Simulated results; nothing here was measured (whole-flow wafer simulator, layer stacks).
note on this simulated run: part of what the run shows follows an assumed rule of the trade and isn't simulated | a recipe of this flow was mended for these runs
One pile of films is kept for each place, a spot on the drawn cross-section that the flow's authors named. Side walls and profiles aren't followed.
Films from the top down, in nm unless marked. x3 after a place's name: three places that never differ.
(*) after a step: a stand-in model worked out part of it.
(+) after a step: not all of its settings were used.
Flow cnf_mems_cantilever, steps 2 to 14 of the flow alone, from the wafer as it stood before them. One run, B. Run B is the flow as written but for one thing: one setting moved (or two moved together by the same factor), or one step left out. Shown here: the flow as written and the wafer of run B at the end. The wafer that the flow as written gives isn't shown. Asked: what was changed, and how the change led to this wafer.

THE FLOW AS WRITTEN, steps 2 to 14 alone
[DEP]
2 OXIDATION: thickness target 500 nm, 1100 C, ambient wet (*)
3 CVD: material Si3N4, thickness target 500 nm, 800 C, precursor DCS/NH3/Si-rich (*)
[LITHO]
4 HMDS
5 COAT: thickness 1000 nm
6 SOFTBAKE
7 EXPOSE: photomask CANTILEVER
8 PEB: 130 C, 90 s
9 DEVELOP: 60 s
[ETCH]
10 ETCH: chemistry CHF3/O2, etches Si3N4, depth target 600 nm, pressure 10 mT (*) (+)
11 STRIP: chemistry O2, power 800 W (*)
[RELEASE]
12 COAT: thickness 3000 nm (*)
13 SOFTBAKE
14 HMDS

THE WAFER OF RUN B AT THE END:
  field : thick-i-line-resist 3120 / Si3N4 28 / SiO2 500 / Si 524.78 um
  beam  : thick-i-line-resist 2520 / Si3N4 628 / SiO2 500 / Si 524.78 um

The cause: step 3, CVD: thickness target 628 nm was run, where the flow has thickness target 500 nm.
It can be read off the wafer: beam has Si3N4 628, and step 3 as written asks for 500 nm.

How the change led to this, step by step:
  3 CVD: material Si3N4, thickness target 500 nm, 800 C, precursor DCS/NH3/Si-rich (*)
      field, beam: Si3N4 +628 (new film) (as written it would be: Si3N4 +500 (new film))
  10 ETCH: chemistry CHF3/O2, etches Si3N4, depth target 600 nm, pressure 10 mT (*) (+)
      field: Si3N4 -600 (as written it would be: Si3N4 -500 (all of it), SiO2 -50)
  13 SOFTBAKE
      field: thick-i-line-resist +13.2 (as written it would be: thick-i-line-resist +11.9)
      beam: thick-i-line-resist -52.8 (as written it would be: thick-i-line-resist -47.6)
